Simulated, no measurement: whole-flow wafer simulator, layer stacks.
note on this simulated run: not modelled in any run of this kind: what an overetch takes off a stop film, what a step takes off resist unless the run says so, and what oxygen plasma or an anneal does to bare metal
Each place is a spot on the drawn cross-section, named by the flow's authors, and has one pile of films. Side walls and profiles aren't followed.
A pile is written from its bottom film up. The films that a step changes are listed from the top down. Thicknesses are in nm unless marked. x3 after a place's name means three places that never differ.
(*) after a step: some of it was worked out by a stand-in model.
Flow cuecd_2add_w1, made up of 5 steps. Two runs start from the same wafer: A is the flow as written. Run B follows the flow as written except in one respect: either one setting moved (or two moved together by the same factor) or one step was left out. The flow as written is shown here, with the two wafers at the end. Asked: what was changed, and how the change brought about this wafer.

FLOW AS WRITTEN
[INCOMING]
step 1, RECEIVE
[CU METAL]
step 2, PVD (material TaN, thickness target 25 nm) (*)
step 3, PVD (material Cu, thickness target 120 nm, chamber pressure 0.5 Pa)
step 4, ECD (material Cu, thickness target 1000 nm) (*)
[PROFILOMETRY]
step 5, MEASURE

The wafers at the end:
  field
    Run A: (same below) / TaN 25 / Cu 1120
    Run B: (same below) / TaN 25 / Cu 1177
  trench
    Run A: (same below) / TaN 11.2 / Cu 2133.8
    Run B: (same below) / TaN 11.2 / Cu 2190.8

Cause: step 3, PVD: thickness target 177 nm was run, while the flow as written has thickness target 120 nm.

Step by step, how the change led to this:
  step 3, PVD (material Cu, thickness target 120 nm, chamber pressure 0.5 Pa)
      field: A Cu gains 120 (new film) | B Cu gains 177 (new film)
      trench: A Cu gains 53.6 (new film) | B Cu gains 77.6 (new film)
